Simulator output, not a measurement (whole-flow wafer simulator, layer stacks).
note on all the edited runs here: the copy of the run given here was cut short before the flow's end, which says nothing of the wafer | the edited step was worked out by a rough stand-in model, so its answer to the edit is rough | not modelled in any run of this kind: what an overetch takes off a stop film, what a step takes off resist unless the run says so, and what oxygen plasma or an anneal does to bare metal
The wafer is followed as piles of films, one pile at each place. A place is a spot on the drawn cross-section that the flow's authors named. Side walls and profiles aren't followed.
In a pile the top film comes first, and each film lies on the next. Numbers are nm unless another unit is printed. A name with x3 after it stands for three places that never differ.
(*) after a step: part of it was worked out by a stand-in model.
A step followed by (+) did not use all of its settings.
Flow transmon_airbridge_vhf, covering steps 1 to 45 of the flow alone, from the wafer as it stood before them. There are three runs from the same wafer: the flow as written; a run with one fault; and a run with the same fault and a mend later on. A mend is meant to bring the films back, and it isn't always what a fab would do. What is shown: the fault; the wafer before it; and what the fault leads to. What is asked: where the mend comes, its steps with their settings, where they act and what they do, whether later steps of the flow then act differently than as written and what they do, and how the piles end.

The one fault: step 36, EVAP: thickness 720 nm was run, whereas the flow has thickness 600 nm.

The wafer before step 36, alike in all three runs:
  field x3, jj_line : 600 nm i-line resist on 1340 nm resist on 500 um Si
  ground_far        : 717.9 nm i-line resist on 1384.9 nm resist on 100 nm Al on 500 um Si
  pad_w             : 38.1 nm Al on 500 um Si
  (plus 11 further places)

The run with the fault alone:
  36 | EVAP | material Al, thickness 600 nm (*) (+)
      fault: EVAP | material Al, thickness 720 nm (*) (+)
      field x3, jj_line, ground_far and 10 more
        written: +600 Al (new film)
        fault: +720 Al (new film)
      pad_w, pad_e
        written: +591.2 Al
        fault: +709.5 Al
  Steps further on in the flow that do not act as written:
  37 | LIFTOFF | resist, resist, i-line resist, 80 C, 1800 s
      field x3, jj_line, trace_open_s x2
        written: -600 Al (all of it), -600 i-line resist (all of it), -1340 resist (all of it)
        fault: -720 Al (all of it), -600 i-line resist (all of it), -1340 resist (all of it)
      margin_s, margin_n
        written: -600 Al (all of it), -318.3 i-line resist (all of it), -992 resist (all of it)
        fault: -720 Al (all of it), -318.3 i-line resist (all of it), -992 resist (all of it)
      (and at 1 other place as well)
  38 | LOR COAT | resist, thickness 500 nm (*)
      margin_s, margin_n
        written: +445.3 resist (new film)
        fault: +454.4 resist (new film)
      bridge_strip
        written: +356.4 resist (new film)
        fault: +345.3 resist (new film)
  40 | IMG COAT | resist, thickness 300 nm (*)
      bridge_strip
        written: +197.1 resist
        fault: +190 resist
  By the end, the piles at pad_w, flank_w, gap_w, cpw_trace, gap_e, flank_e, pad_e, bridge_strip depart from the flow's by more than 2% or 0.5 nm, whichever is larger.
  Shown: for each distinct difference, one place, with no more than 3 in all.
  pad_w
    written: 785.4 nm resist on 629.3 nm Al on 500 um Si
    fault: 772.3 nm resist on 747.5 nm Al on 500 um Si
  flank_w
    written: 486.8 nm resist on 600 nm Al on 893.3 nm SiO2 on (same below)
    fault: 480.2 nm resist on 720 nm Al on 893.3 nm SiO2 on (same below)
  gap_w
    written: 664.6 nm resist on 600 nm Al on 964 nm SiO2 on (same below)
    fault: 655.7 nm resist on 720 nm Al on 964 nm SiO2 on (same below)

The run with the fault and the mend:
  After step 36 comes the mend.
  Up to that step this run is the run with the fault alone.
  36a | METAL ETCH | etches Al, depth 120 nm (the flow's step 11 again, with other settings)
      field x3, jj_line, ground_far and 12 more
        -120 Al
  Every later step of the flow that is run acts as written, at every place that is followed, to within 2% or 0.5 nm, whichever is larger.
  The piles end only slightly different from the flow's at the places that both follow, by no more than 2% or 0.5 nm, whichever is larger.
